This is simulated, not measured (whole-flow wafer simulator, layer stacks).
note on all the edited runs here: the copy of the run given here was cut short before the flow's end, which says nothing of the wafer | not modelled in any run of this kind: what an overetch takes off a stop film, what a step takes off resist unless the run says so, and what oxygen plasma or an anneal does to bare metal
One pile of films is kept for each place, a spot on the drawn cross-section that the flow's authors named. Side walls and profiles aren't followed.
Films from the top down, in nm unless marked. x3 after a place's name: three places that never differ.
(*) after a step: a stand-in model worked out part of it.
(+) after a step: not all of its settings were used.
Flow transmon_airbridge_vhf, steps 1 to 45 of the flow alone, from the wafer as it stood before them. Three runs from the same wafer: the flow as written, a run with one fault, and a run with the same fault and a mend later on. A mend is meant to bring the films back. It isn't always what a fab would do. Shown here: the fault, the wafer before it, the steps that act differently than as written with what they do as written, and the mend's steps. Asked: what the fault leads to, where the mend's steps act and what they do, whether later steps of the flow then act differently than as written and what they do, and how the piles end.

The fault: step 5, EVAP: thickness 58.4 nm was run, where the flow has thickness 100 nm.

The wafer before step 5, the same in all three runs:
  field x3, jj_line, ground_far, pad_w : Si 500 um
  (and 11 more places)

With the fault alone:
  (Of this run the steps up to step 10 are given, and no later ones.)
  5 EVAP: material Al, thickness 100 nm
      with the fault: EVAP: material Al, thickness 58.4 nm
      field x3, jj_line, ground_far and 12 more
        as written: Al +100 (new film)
        with the fault: Al +58.4 (new film)
  No later step of the flow up to step 10 acts differently than as written at any place that is followed.
  After step 10 the piles differ from the flow's by more than 2% or 0.5 nm, whichever is larger, at field x3, jj_line, ground_far and 12 more.
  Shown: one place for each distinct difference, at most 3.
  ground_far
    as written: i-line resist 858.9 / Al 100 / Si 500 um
    with the fault: i-line resist 858.9 / Al 58.4 / Si 500 um
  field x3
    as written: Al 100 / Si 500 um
    with the fault: Al 58.4 / Si 500 um

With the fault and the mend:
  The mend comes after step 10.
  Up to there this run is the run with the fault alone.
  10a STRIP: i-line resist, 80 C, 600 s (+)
      ground_far, pad_w, flank_w and 8 more
        i-line resist -858.9 (all of it)
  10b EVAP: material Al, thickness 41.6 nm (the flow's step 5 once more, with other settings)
      field x3, jj_line, ground_far and 12 more
        Al +41.6
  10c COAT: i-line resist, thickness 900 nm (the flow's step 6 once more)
      field x3, jj_line, ground_far and 12 more
        i-line resist +900 (new film)
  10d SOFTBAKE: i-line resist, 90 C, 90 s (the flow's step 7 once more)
      changes no film at any place that is followed
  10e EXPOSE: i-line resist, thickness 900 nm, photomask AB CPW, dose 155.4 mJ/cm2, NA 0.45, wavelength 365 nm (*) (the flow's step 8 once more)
      changes no film at any place that is followed
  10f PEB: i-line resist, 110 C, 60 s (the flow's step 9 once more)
      field x3, jj_line, ground_far and 12 more
        i-line resist -41
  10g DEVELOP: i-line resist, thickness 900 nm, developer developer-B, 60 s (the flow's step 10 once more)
      ground_far, pad_w, flank_w and 8 more
        i-line resist -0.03
      field x3, jj_line, gap_w, gap_e
        i-line resist -859 (all of it)
  No later step of the flow acts differently than as written at any place that is followed.
  At the end the piles are the same as the flow's at every place that both follow.
